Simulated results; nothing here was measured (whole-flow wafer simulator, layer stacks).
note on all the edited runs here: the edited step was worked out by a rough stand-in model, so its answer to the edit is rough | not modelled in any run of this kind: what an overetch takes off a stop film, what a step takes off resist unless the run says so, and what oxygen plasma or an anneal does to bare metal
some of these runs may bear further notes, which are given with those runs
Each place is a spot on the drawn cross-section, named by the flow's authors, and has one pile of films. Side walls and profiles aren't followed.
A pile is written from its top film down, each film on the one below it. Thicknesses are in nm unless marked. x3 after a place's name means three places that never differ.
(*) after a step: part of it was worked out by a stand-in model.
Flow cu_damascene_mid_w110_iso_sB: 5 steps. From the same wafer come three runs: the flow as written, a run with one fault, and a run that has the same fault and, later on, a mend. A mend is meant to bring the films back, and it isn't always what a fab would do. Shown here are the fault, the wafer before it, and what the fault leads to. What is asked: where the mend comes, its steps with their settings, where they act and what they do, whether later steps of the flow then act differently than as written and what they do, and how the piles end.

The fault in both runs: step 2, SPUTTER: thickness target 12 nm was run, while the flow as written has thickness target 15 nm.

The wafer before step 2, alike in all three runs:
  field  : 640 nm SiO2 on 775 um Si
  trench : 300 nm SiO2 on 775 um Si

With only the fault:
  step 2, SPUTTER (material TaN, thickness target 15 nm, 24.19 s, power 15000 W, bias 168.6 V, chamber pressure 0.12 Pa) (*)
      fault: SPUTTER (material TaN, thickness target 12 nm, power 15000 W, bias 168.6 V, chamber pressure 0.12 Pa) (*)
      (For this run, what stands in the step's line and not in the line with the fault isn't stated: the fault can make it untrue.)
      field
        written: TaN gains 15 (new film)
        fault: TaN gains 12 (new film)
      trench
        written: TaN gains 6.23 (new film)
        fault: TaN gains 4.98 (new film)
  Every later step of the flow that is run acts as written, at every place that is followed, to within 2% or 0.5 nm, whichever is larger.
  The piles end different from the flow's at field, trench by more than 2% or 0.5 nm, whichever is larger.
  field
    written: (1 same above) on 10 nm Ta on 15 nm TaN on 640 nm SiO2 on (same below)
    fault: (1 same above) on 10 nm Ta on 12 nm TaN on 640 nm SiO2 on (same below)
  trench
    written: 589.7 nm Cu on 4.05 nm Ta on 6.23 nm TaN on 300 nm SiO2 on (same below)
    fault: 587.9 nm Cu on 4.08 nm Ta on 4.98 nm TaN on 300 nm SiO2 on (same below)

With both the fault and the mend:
  After step 2 comes the mend.
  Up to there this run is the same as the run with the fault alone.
  step 2a, SPUTTER (material TaN, thickness target 3 nm, power 15000 W, bias 168.6 V, chamber pressure 0.12 Pa) (*) (the flow's step 2, run once more with other settings)
      field
        TaN gains 3
      trench
        TaN gains 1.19
  Every later step of the flow that is run acts as written, at every place that is followed, to within 2% or 0.5 nm, whichever is larger.
  At the end the piles are close to the flow's at the places that both follow, differing by at most 2% or 0.5 nm, whichever is larger.
